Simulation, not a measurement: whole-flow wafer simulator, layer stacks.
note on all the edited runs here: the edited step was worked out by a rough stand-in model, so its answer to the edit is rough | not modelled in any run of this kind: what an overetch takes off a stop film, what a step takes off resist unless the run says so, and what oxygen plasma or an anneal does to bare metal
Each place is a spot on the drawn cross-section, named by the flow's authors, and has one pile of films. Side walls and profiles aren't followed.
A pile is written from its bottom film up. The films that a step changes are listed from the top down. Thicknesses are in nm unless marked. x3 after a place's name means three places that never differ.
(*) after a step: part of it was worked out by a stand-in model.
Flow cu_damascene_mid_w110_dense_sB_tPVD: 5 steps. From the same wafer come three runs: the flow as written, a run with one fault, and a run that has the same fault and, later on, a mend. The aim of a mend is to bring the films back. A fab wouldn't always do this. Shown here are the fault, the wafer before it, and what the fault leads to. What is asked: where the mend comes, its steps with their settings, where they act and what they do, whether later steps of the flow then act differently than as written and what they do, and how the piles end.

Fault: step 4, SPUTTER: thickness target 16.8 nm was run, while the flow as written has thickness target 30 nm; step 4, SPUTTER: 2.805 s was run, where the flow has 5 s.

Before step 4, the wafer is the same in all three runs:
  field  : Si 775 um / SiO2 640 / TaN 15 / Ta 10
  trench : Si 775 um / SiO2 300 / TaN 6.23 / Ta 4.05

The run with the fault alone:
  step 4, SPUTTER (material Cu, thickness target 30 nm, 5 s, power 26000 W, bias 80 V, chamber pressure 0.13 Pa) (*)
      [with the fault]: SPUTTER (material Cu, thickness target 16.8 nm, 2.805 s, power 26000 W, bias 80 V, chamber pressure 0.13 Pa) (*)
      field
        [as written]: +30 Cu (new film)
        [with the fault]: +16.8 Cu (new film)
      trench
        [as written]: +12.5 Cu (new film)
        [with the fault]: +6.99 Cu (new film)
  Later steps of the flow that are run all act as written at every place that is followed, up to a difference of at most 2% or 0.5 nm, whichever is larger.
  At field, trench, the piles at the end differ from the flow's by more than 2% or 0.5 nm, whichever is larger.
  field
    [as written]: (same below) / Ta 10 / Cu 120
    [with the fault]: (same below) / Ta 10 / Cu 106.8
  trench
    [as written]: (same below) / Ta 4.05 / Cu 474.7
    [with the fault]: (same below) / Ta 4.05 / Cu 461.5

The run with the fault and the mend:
  After step 4 comes the mend.
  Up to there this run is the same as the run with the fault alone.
  step 4a, SPUTTER (material Cu, thickness target 13.2 nm, 2.202 s, power 26000 W, bias 80 V, chamber pressure 0.13 Pa) (*) (the flow's step 4, run once more with other settings)
      field
        +13.2 Cu
      trench
        +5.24 Cu
  Later steps of the flow that are run all act as written at every place that is followed, up to a difference of at most 2% or 0.5 nm, whichever is larger.
  By the end, the piles equal the flow's at every place that both follow.
